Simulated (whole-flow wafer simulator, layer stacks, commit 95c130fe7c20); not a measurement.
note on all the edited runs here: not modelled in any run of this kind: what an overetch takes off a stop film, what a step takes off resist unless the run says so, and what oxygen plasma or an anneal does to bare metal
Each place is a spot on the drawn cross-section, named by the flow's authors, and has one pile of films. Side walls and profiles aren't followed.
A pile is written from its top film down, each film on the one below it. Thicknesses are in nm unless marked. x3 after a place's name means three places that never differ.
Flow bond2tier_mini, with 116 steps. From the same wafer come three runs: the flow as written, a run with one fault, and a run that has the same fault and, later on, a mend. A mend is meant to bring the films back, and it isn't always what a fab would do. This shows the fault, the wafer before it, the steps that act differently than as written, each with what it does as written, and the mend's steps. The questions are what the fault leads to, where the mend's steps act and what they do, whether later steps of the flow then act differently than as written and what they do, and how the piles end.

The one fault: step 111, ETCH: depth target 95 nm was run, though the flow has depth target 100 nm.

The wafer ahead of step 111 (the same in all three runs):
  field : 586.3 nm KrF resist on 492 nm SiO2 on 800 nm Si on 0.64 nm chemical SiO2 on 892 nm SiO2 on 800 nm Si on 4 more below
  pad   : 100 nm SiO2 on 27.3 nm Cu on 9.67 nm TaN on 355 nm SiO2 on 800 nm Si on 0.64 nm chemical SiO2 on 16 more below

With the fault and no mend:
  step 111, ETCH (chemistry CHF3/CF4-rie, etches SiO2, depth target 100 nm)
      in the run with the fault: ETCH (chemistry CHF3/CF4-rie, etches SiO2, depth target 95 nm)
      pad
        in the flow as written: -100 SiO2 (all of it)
        in the run with the fault: -95 SiO2
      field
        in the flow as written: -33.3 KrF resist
        in the run with the fault: -31.7 KrF resist
  Later steps of the flow that are run all act as written at every place that is followed, up to a difference of at most 2% or 0.5 nm, whichever is larger.
  At pad, the piles at the end differ from the flow's by more than 2% or 0.5 nm, whichever is larger.
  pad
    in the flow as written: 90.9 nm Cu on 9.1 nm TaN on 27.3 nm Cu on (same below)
    in the run with the fault: 85.9 nm Cu on 9.15 nm TaN on 5 nm SiO2 on 27.3 nm Cu on (same below)

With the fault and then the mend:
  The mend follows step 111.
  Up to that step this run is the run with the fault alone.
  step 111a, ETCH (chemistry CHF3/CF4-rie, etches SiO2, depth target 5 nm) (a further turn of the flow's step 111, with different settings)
      field
        -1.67 KrF resist
      pad
        -5 SiO2 (all of it)
  Later steps of the flow that are run all act as written at every place that is followed.
  At every place that both follow, the piles at the end match the flow's.
